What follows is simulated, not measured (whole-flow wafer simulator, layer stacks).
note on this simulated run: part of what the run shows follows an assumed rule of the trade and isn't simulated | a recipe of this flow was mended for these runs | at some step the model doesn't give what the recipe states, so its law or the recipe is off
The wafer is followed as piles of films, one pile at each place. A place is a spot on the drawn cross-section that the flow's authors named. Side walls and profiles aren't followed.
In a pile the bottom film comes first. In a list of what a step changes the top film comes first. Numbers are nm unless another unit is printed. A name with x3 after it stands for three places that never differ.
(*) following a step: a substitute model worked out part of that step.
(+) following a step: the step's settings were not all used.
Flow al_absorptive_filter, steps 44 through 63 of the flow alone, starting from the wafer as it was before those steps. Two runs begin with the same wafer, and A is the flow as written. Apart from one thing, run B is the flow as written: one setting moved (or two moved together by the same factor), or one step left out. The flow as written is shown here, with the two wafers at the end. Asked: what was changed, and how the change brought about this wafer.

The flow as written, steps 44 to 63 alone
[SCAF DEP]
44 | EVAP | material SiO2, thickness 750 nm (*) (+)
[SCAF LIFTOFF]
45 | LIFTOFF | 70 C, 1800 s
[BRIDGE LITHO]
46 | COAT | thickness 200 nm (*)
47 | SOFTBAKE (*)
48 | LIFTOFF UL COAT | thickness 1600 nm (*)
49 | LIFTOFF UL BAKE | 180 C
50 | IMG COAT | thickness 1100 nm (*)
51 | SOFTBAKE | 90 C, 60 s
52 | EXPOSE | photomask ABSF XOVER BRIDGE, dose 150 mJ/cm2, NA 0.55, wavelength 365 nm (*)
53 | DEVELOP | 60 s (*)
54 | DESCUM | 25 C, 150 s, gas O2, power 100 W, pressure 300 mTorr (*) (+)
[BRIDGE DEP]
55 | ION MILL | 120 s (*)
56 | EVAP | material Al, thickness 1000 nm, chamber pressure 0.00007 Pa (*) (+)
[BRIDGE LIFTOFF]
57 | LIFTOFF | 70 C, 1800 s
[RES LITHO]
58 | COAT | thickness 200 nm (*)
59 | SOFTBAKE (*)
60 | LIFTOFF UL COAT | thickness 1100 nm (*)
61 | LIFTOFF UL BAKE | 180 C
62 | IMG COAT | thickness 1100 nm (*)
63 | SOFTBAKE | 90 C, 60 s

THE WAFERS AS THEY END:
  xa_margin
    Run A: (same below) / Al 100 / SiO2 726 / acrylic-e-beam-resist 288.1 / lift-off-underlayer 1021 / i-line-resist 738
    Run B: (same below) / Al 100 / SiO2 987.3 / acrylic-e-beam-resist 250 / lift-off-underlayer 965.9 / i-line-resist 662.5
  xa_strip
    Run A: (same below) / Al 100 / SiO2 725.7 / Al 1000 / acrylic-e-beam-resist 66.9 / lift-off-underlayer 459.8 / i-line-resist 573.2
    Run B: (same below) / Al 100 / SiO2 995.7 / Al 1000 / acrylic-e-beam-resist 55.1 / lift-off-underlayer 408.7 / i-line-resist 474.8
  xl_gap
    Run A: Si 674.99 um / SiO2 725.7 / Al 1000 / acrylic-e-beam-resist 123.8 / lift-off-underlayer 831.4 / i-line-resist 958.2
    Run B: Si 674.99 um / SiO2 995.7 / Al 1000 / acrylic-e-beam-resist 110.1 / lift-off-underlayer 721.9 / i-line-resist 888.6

The reason: step 44, EVAP: thickness 1020 nm was run, whereas the flow has thickness 750 nm.

The path from the change to this, step by step:
  44 | EVAP | material SiO2, thickness 750 nm (*) (+)
      gnd, pad_far, pad_near and 10 more: A SiO2 gains 750 (new film) | B SiO2 gains 1020 (new film)
      xa_margin: A SiO2 gains 726 (new film) | B SiO2 gains 987.3 (new film)
  45 | LIFTOFF | 70 C, 1800 s
      gnd, xa_field, xl_land, idc_field: A SiO2 loses 750 (all of it), i-line-resist loses 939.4 (all of it), lift-off-underlayer loses 1100 (all of it), acrylic-e-beam-resist loses 200 (all of it) | B SiO2 loses 1020 (all of it), i-line-resist loses 939.4 (all of it), lift-off-underlayer loses 1100 (all of it), acrylic-e-beam-resist loses 200 (all of it)
      pad_far: A SiO2 loses 750 (all of it), i-line-resist loses 937 (all of it), lift-off-underlayer loses 1092.7 (all of it), acrylic-e-beam-resist loses 198.5 (all of it) | B SiO2 loses 1020 (all of it), i-line-resist loses 937 (all of it), lift-off-underlayer loses 1092.7 (all of it), acrylic-e-beam-resist loses 198.5 (all of it)
      (also at 5 further places)
  46 | COAT | thickness 200 nm (*)
      xa_margin: A acrylic-e-beam-resist gains 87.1 (new film) | B acrylic-e-beam-resist gains 79.4 (new film)
      xa_strip: A acrylic-e-beam-resist gains 156.7 (new film) | B acrylic-e-beam-resist gains 134.7 (new film)
      (also at 3 further places)
  48 | LIFTOFF UL COAT | thickness 1600 nm (*)
      xa_margin: A lift-off-underlayer gains 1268 (new film) | B lift-off-underlayer gains 1140.2 (new film)
      xa_strip: A lift-off-underlayer gains 1219 (new film) | B lift-off-underlayer gains 1116 (new film)
      (also at 3 further places)
  50 | IMG COAT | thickness 1100 nm (*)
      xa_margin: A i-line-resist gains 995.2 (new film) | B i-line-resist gains 944.5 (new film)
      xa_strip: A i-line-resist gains 962 (new film) | B i-line-resist gains 898.1 (new film)
      (also at 2 further places)
  51 | SOFTBAKE | 90 C, 60 s
      xa_strip: A i-line-resist loses 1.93 | B i-line-resist loses 2.72
      xl_turn: A i-line-resist loses 1.83 | B i-line-resist loses 2.62
  53 | DEVELOP | 60 s (*)
      xa_strip: A i-line-resist loses 960.1 (all of it), lift-off-underlayer loses 1219 (all of it) | B i-line-resist loses 895.4 (all of it), lift-off-underlayer loses 1116 (all of it)
      xl_land: A i-line-resist loses 1117.3 (all of it), lift-off-underlayer loses 1706.9 (all of it) | B i-line-resist loses 1125.9 (all of it), lift-off-underlayer loses 1753.6 (all of it)
      (also at 2 further places)
  54 | DESCUM | 25 C, 150 s, gas O2, power 100 W, pressure 300 mTorr (*) (+)
      gnd, pad_far, pad_near and 7 more: A i-line-resist loses 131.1 | B i-line-resist loses 134.9
      xa_strip: A acrylic-e-beam-resist loses 156.7 (all of it) | B acrylic-e-beam-resist loses 134.7 (all of it)
      (also at 3 further places)
  57 | LIFTOFF | 70 C, 1800 s
      xa_margin: A Al loses 1000 (all of it), i-line-resist loses 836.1 (all of it), lift-off-underlayer loses 1268 (all of it), acrylic-e-beam-resist loses 87.1 (all of it) | B Al loses 1000 (all of it), i-line-resist loses 781.2 (all of it), lift-off-underlayer loses 1140.2 (all of it), acrylic-e-beam-resist loses 79.4 (all of it)
  58 | COAT | thickness 200 nm (*)
      xa_margin: A acrylic-e-beam-resist gains 288.1 (new film) | B acrylic-e-beam-resist gains 250 (new film)
      xa_strip: A acrylic-e-beam-resist gains 66.9 (new film) | B acrylic-e-beam-resist gains 55.1 (new film)
      (also at 2 further places)
  60 | LIFTOFF UL COAT | thickness 1100 nm (*)
      xa_margin: A lift-off-underlayer gains 1021 (new film) | B lift-off-underlayer gains 965.9 (new film)
      xa_strip: A lift-off-underlayer gains 459.8 (new film) | B lift-off-underlayer gains 408.7 (new film)
      (also at 2 further places)
  62 | IMG COAT | thickness 1100 nm (*)
      xa_margin: A i-line-resist gains 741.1 (new film) | B i-line-resist gains 666.1 (new film)
      xa_strip: A i-line-resist gains 577.9 (new film) | B i-line-resist gains 478.9 (new film)
      (also at 2 further places)
  63 | SOFTBAKE | 90 C, 60 s
      xa_strip: A i-line-resist loses 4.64 | B i-line-resist loses 4.08
      xl_gap: A i-line-resist loses 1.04 | B i-line-resist loses 1.73
      (also at 1 further place)
